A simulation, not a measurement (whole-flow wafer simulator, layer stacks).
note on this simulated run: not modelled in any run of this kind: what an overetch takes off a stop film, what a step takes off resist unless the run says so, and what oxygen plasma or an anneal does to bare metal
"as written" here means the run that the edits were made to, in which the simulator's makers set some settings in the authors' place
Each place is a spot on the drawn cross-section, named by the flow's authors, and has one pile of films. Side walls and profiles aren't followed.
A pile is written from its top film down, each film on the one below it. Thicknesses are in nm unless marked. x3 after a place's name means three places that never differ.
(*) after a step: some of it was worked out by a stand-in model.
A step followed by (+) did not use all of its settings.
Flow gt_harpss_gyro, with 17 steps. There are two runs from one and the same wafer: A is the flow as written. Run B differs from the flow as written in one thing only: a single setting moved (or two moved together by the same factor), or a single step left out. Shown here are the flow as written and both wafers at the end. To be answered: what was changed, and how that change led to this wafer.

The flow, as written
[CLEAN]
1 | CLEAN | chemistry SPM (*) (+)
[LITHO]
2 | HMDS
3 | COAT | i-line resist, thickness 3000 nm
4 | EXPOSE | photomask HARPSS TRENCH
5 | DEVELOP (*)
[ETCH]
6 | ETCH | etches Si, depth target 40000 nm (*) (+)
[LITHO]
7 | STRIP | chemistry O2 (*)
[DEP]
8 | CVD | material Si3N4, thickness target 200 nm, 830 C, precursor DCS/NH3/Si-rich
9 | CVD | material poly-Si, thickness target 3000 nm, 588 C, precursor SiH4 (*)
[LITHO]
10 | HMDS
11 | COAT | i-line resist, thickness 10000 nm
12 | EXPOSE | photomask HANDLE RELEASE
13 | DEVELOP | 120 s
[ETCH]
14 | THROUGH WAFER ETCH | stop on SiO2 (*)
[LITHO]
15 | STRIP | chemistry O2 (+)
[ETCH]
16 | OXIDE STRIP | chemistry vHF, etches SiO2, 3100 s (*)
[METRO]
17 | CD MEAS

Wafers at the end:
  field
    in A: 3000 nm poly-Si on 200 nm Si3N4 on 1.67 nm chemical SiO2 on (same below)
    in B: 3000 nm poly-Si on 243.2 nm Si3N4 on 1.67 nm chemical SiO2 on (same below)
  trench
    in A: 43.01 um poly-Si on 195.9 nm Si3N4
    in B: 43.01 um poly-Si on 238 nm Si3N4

Cause: step 8, CVD: thickness target 243.2 nm was run, though the flow has thickness target 200 nm.
The wafer itself shows it: field has Si3N4 243.2, and step 8 as written asks for 200 nm.

How this came from the change, step by step:
  8 | CVD | material Si3N4, thickness target 200 nm, 830 C, precursor DCS/NH3/Si-rich
      field: A Si3N4 gains 200 (new film) | B Si3N4 gains 243.2 (new film)
      trench: A Si3N4 gains 195.9 (new film) | B Si3N4 gains 238 (new film)
